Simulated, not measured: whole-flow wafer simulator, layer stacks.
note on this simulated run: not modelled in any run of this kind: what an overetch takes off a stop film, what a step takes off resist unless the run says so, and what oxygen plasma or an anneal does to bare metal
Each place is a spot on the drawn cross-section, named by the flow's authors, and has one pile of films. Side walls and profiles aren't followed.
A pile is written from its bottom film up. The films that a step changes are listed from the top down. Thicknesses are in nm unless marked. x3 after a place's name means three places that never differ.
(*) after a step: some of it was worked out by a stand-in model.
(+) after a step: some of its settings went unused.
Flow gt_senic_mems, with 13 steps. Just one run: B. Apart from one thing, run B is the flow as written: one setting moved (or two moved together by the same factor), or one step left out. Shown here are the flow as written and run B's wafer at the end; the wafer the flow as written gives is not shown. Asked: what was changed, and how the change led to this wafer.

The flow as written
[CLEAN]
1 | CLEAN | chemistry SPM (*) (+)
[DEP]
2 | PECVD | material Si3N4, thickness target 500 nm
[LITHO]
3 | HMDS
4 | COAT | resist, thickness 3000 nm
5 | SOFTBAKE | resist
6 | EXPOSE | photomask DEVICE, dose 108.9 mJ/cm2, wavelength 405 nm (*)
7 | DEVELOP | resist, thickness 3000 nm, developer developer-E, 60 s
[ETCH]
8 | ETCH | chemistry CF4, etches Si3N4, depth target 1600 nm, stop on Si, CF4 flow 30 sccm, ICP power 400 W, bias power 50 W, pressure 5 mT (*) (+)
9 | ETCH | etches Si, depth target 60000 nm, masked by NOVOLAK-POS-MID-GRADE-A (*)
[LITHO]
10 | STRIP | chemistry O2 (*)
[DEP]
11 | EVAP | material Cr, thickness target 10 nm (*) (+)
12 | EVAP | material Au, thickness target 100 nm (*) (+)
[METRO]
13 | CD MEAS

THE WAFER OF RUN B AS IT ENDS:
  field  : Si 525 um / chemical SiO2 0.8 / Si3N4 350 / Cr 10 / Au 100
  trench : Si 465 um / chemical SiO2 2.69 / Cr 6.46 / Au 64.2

Cause: step 2, PECVD: thickness target 350 nm was run, while the flow as written has thickness target 500 nm.
One can read it off the wafer: field has Si3N4 350, and step 2 as written asks for 500 nm.

The path from the change to this, step by step:
  2 | PECVD | material Si3N4, thickness target 500 nm
      field, trench: +350 Si3N4 (new film) (in the flow as written it would be: +500 Si3N4 (new film))
  8 | ETCH | chemistry CF4, etches Si3N4, depth target 1600 nm, stop on Si, CF4 flow 30 sccm, ICP power 400 W, bias power 50 W, pressure 5 mT (*) (+)
      field: -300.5 resist (in the flow as written it would be: -400.5 resist)
      trench: -350 Si3N4 (all of it), -0.8 chemical SiO2 (all of it) (in the flow as written it would be: -500 Si3N4 (all of it), -0.8 chemical SiO2 (all of it))
  10 | STRIP | chemistry O2 (*)
      field: -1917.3 resist (all of it) (in the flow as written it would be: -1817.3 resist (all of it))
